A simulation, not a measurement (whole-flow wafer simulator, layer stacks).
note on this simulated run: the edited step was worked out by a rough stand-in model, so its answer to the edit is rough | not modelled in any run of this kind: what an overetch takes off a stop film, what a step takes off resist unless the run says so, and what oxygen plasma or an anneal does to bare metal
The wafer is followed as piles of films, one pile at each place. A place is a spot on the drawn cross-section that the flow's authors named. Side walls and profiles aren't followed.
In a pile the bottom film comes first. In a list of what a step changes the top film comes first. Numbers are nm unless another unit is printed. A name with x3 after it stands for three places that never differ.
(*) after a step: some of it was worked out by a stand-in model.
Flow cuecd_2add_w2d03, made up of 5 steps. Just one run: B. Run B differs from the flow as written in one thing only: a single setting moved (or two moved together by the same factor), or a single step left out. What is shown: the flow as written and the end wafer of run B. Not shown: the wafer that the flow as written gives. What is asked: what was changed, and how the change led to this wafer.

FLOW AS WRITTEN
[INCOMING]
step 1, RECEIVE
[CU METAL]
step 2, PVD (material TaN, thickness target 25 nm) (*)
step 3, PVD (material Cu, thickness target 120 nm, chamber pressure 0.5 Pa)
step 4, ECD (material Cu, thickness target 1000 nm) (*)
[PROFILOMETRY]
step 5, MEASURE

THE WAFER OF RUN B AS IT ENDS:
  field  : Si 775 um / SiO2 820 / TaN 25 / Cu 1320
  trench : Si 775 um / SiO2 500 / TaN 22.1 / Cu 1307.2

Cause: step 4, ECD: thickness target 1200 nm was run, though the flow has thickness target 1000 nm.

Step by step, how the change led to this:
  step 4, ECD (material Cu, thickness target 1000 nm) (*)
      field, trench: Cu gains 1200 (as written it would have been: Cu gains 1000)
